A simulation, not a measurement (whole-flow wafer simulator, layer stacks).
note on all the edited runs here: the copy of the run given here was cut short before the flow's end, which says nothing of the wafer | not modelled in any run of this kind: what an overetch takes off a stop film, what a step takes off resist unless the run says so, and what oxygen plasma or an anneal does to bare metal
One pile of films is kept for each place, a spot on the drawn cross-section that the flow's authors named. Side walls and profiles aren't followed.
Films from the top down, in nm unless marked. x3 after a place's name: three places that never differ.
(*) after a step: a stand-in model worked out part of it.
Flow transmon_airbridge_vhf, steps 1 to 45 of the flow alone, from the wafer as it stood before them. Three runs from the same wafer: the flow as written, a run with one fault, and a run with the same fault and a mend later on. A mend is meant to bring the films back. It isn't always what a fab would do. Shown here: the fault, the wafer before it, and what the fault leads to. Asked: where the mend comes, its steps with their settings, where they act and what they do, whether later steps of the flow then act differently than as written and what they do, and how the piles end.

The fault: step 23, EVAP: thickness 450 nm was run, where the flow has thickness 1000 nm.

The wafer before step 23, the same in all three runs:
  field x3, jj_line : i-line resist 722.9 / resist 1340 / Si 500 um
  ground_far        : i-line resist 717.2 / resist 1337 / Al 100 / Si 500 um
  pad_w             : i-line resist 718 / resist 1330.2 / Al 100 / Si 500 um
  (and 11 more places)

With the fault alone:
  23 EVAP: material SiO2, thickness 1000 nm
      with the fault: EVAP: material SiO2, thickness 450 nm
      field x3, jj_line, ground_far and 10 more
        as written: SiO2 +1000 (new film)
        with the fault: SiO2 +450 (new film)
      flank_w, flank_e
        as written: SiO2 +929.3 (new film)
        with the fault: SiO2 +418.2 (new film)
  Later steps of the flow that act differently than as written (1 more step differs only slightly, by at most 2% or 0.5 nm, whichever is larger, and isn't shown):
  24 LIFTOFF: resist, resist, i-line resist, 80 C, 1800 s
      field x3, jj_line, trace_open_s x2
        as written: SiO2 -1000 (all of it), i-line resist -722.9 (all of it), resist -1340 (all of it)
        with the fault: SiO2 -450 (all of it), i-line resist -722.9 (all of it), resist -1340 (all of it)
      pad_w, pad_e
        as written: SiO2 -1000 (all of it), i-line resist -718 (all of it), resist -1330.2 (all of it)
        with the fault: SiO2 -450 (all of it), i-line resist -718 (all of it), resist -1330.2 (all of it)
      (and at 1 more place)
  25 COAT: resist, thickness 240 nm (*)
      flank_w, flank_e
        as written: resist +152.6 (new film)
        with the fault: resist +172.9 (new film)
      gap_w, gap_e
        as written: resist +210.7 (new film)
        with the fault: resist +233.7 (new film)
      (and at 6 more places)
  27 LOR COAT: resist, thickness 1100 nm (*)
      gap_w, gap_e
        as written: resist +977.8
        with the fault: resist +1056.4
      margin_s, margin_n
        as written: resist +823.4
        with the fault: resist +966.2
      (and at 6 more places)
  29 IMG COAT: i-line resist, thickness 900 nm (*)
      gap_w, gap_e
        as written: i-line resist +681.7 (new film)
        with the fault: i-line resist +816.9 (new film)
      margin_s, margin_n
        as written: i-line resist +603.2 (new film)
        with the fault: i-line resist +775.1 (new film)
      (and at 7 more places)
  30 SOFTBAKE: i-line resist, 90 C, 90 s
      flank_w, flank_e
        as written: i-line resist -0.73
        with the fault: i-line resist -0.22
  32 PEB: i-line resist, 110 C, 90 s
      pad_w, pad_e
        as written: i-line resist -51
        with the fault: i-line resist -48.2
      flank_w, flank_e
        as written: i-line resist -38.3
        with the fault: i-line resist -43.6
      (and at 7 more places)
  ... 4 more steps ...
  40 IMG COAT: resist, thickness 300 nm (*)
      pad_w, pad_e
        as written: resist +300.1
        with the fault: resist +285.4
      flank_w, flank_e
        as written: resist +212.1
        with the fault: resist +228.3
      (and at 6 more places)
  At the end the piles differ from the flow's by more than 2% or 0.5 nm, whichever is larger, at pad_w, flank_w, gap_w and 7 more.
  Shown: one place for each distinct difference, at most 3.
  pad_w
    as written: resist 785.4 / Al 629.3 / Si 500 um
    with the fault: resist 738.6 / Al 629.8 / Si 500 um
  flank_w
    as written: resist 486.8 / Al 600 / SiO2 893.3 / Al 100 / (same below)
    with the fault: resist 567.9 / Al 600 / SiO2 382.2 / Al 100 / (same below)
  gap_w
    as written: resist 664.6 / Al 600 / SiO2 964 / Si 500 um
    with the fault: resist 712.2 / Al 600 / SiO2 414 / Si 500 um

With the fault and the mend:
  The mend comes after step 23.
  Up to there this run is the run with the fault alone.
  23a EVAP: material SiO2, thickness 550 nm (the flow's step 23 once more, with other settings)
      field x3, jj_line, ground_far and 10 more
        SiO2 +550
      flank_w, flank_e
        SiO2 +511.9
  No later step of the flow acts differently than as written, at any place that is followed, by more than 2% or 0.5 nm, whichever is larger.
  At the end the piles differ from the flow's only slightly at the places that both follow, by at most 2% or 0.5 nm, whichever is larger.
